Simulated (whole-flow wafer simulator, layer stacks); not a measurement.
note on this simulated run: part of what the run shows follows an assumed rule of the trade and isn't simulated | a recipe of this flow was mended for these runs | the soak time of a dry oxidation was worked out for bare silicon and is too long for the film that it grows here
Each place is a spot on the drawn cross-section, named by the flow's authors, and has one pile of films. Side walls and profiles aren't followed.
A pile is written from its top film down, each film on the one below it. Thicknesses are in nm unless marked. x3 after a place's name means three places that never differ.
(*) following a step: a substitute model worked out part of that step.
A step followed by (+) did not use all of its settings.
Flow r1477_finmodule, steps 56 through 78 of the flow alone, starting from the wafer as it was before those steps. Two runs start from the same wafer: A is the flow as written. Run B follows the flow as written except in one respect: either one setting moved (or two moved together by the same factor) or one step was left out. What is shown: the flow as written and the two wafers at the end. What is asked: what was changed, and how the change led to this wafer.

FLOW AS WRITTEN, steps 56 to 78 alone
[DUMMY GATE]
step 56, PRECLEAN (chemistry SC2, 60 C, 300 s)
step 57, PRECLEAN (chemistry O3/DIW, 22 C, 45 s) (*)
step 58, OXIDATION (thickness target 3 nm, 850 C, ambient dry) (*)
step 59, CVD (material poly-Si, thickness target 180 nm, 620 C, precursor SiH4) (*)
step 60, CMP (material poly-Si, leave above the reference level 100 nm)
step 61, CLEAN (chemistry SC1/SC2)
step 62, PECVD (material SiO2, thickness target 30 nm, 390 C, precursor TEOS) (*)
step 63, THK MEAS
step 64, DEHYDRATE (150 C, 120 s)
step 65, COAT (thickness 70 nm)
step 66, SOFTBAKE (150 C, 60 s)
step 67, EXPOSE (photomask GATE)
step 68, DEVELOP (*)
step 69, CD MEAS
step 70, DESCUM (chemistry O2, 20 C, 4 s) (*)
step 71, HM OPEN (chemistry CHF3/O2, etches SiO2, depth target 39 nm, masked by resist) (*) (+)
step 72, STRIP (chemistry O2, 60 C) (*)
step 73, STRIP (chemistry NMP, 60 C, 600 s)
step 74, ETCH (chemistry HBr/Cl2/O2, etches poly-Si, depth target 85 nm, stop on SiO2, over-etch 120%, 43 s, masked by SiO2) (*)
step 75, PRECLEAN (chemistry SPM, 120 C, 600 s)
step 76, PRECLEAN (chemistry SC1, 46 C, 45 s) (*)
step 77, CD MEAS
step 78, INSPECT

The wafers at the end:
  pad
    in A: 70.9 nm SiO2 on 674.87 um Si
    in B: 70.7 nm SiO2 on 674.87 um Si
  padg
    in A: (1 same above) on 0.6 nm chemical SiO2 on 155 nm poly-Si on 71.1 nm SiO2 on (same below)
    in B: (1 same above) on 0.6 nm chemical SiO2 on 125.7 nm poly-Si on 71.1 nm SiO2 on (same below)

The reason: step 59, CVD: thickness target 126 nm was run, though the flow has thickness target 180 nm.

Step by step, how the change led to this:
  step 59, CVD (material poly-Si, thickness target 180 nm, 620 C, precursor SiH4) (*)
      esg x6, s40cg x3, eso x6, s40co x3: A +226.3 poly-Si (new film) | B +172.3 poly-Si (new film)
      pad, padg, elg x7, elo x7: A +180 poly-Si (new film) | B +126 poly-Si (new film)
      (as well as at 2 more places)
  step 60, CMP (material poly-Si, leave above the reference level 100 nm)
      pad, padg: A -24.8 poly-Si | B nothing
      elg x7, esg x6, s40cg x3, elo x7, eso x6, s40co x3: A -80 poly-Si | B -26 poly-Si
      (as well as at 2 more places)
  step 74, ETCH (chemistry HBr/Cl2/O2, etches poly-Si, depth target 85 nm, stop on SiO2, over-etch 120%, 43 s, masked by SiO2) (*)
      pad: A -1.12 chemical SiO2 (all of it), -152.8 poly-Si (all of it), -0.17 SiO2 | B -1.12 chemical SiO2 (all of it), -123.6 poly-Si (all of it), -0.32 SiO2
